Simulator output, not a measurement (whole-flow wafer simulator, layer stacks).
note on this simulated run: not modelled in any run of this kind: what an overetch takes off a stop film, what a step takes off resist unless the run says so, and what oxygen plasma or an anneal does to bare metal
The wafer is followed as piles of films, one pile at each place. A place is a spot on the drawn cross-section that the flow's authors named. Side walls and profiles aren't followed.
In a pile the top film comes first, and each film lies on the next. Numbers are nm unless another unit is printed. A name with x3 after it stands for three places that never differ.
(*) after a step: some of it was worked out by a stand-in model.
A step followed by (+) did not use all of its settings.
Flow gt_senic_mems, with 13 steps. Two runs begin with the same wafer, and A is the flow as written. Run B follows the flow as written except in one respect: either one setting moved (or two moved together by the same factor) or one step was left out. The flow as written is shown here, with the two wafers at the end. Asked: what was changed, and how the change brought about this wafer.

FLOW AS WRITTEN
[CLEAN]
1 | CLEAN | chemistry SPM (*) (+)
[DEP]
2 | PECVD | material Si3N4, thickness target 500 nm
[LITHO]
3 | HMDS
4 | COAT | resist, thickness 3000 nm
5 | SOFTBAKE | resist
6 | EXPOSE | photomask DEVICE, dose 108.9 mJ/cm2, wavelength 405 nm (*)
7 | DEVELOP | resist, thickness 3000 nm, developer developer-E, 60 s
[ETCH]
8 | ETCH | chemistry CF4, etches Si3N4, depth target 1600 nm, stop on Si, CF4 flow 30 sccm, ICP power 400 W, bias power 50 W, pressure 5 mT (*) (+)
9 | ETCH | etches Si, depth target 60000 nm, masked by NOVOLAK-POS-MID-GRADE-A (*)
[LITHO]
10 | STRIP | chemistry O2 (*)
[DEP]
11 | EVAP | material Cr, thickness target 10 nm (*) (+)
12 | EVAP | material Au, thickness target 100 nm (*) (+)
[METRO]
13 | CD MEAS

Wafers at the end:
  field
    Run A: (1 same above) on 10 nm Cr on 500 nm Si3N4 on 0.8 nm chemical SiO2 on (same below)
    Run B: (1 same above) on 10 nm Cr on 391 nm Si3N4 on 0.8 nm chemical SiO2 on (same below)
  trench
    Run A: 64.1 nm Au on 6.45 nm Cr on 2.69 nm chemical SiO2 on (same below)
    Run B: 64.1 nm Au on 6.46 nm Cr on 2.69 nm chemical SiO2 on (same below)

What caused this: step 2, PECVD: thickness target 391 nm was run, whereas the flow has thickness target 500 nm.
The wafer lets one read it off: field has Si3N4 391, and step 2 as written asks for 500 nm.

How this came from the change, step by step:
  2 | PECVD | material Si3N4, thickness target 500 nm
      field, trench: A +500 Si3N4 (new film) | B +391 Si3N4 (new film)
  8 | ETCH | chemistry CF4, etches Si3N4, depth target 1600 nm, stop on Si, CF4 flow 30 sccm, ICP power 400 W, bias power 50 W, pressure 5 mT (*) (+)
      field: A -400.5 resist | B -327.9 resist
      trench: A -500 Si3N4 (all of it), -0.8 chemical SiO2 (all of it) | B -391 Si3N4 (all of it), -0.8 chemical SiO2 (all of it)
  10 | STRIP | chemistry O2 (*)
      field: A -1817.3 resist (all of it) | B -1890 resist (all of it)
